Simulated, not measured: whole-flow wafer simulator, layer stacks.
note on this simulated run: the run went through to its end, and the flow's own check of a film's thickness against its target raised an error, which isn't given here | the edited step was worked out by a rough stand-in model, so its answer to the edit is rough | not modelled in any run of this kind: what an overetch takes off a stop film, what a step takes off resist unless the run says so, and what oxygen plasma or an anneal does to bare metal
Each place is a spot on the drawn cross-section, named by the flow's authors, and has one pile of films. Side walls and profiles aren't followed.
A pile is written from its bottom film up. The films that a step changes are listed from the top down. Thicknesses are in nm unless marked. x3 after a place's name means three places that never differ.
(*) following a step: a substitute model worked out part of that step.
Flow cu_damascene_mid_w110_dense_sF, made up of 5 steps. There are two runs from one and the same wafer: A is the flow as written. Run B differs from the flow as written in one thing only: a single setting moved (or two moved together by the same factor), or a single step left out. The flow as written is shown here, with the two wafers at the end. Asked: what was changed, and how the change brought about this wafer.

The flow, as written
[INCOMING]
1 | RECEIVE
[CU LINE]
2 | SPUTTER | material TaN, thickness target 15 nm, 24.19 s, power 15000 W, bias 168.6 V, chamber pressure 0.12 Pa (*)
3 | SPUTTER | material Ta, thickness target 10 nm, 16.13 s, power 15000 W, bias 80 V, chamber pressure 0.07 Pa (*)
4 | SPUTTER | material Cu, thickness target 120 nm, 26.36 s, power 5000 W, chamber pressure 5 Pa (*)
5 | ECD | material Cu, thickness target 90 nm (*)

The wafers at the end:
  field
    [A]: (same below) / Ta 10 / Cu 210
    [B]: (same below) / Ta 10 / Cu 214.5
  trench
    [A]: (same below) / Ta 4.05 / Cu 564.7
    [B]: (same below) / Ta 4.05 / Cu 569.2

What caused this: step 5, ECD: thickness target 94.5 nm was run, though the flow has thickness target 90 nm.

Step by step, how the change led to this:
  5 | ECD | material Cu, thickness target 90 nm (*)
      field: A +90 Cu | B +94.5 Cu
